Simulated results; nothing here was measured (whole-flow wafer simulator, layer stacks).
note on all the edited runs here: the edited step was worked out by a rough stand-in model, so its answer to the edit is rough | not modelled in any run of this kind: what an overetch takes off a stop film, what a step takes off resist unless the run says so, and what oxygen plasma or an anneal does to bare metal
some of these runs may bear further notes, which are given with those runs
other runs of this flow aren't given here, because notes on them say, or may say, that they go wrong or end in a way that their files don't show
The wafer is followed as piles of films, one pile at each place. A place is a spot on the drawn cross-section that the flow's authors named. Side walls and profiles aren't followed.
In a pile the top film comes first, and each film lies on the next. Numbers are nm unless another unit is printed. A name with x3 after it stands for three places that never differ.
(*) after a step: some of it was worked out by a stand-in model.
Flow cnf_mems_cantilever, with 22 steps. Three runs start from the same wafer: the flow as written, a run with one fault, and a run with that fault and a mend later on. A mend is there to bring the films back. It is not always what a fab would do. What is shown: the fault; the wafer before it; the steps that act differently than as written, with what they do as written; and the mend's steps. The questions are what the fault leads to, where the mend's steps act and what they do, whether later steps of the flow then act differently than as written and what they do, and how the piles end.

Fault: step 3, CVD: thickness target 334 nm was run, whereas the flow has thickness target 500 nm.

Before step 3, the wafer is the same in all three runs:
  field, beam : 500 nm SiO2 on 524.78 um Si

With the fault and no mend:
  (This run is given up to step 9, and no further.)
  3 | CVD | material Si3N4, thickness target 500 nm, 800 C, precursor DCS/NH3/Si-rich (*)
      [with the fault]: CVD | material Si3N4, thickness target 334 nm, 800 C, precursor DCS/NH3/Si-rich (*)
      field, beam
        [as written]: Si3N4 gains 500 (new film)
        [with the fault]: Si3N4 gains 334 (new film)
  None of the later steps of the flow up to step 9 acts differently than as written at any place that is followed.
  The piles after step 9 differ from the flow's at field, beam by more than 2% or 0.5 nm, whichever is larger.
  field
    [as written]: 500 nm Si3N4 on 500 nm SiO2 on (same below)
    [with the fault]: 334 nm Si3N4 on 500 nm SiO2 on (same below)
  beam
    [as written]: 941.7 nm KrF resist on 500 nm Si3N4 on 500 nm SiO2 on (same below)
    [with the fault]: 941.7 nm KrF resist on 334 nm Si3N4 on 500 nm SiO2 on (same below)

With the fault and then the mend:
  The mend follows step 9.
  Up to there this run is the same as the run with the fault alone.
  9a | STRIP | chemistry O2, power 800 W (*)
      beam
        KrF resist loses 941.7 (all of it)
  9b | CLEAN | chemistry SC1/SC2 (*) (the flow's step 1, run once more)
      does not change any film at any place that is followed
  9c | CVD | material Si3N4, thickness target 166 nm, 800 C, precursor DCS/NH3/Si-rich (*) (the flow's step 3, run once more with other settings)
      field, beam
        Si3N4 gains 166
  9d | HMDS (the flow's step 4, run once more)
      does not change any film at any place that is followed
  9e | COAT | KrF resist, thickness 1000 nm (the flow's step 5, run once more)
      field, beam
        KrF resist gains 1000 (new film)
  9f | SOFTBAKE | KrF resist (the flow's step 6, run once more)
      does not change any film at any place that is followed
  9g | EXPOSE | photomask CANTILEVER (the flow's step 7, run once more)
      does not change any film at any place that is followed
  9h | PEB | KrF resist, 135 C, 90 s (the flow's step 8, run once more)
      field, beam
        KrF resist loses 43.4
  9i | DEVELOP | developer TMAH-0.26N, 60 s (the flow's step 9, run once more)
      field
        KrF resist loses 956.6 (all of it)
      beam
        KrF resist loses 14.9
  None of the later steps of the flow acts differently than as written at any place that is followed.
  At every place that both follow, the piles at the end match the flow's.
